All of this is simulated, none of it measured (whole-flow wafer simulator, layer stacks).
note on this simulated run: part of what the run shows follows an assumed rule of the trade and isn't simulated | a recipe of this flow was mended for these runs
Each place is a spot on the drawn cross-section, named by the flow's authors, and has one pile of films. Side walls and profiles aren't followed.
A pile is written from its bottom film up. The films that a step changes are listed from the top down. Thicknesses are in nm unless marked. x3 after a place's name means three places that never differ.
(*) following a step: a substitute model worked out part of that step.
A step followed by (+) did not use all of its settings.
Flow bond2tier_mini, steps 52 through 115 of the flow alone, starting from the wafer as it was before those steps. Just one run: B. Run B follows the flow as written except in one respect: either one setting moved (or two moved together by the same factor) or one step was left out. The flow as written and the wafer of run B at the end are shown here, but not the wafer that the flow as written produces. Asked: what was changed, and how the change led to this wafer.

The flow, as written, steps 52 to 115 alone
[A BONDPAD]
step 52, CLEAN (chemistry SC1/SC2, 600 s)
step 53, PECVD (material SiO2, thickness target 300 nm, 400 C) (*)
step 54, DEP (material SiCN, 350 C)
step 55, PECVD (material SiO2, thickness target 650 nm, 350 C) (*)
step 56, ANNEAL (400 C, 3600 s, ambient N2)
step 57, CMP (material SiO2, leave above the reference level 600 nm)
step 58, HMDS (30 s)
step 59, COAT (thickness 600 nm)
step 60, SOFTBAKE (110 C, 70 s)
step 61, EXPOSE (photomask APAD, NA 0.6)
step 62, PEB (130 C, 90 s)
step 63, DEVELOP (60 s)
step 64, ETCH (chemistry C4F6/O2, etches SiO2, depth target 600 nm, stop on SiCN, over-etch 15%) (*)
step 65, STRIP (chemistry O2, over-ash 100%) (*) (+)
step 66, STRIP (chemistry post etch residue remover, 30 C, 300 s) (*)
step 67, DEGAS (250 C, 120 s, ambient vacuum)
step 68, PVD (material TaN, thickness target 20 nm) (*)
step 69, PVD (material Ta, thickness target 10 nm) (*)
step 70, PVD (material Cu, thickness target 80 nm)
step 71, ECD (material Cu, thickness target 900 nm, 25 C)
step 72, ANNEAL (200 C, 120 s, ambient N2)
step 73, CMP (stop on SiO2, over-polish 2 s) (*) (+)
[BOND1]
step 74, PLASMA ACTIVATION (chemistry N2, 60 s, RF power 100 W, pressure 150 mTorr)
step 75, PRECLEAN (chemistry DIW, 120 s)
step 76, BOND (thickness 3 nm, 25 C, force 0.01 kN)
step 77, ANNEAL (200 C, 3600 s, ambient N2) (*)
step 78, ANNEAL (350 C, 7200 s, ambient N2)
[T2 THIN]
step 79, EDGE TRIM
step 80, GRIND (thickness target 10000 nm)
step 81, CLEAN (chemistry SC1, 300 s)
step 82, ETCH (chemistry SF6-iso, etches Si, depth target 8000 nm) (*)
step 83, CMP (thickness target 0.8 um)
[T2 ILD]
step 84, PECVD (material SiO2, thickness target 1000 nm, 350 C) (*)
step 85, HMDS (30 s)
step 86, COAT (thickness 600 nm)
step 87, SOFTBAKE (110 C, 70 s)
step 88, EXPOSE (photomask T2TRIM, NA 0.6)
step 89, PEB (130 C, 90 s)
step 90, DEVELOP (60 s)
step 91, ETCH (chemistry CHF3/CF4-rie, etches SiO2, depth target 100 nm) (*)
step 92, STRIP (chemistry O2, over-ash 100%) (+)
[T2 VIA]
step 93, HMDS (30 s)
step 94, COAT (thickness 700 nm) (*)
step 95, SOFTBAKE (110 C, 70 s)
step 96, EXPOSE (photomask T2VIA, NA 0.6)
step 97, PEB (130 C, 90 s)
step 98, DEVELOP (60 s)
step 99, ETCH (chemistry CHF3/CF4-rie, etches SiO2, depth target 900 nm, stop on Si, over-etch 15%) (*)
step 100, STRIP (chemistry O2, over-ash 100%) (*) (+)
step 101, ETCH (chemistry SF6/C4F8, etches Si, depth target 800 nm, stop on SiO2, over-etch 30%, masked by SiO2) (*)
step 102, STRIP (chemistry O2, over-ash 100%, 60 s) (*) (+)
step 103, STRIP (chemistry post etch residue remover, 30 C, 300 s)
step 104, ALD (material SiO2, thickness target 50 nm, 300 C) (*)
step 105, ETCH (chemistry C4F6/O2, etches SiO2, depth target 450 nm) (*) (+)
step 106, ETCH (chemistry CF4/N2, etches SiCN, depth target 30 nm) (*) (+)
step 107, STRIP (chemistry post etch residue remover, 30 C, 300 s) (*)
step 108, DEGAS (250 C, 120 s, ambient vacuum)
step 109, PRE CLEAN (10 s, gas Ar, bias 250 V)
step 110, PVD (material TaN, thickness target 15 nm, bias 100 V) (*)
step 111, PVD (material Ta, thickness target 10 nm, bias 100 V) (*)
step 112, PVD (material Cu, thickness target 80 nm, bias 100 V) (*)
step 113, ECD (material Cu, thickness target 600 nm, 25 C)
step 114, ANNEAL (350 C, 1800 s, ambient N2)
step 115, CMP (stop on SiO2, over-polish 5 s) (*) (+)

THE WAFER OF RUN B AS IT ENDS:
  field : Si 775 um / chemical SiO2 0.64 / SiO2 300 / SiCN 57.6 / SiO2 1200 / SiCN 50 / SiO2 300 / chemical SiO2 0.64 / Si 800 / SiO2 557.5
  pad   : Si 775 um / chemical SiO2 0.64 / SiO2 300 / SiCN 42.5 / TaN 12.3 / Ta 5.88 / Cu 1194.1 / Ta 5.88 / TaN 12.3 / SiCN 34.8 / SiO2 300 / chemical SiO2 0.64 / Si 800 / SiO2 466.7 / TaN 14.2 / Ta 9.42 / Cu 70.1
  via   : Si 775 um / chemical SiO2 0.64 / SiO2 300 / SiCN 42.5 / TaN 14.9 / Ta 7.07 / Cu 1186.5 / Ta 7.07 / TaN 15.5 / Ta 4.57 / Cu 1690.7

Cause: step 54, DEP: 316 C was run, though the flow has 350 C.

How this came from the change, step by step:
  step 54, DEP (material SiCN, 350 C)
      field, pad, via: SiCN gains 57.6 (new film) (it would be, as written: SiCN gains 50 (new film))
